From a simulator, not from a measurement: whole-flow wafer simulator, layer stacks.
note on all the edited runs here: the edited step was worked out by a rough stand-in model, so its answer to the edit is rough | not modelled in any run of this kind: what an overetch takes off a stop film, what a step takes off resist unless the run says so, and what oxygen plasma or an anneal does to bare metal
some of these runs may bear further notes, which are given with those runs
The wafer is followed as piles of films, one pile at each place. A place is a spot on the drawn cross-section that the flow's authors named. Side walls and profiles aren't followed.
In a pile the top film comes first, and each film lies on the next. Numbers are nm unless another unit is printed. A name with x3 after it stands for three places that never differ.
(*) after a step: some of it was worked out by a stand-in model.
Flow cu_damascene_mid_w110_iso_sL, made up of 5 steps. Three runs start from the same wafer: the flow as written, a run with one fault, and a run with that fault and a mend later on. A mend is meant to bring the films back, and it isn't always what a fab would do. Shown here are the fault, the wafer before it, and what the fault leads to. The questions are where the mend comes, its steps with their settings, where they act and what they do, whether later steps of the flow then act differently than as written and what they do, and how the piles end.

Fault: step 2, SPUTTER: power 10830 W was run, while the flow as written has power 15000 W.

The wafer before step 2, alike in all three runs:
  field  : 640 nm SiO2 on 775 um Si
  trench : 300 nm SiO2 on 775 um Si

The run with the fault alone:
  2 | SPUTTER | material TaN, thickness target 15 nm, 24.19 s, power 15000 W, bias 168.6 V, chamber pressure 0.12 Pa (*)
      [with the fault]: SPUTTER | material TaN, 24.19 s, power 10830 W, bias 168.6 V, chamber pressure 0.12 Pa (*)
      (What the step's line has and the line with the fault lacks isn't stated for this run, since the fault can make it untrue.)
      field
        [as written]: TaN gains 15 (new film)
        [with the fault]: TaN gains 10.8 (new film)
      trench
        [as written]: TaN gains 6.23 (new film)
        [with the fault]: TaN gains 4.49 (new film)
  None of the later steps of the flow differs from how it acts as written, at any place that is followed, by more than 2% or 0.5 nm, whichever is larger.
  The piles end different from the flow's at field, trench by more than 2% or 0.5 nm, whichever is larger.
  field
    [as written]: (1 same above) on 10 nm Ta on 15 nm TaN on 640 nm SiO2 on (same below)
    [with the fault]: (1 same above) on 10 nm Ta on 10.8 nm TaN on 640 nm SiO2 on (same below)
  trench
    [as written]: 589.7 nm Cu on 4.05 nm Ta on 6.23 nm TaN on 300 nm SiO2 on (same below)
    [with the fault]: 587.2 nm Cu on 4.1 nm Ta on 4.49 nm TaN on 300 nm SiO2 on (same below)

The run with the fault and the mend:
  After step 2 comes the mend.
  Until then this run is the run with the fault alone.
  2a | SPUTTER | material TaN, thickness target 4.2 nm, 6.73 s, power 15000 W, bias 168.6 V, chamber pressure 0.12 Pa (*) (the flow's step 2 again, with other settings)
      field
        TaN gains 4.2
      trench
        TaN gains 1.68
  None of the later steps of the flow differs from how it acts as written, at any place that is followed, by more than 2% or 0.5 nm, whichever is larger.
  The piles end only slightly different from the flow's at the places that both follow, by no more than 2% or 0.5 nm, whichever is larger.
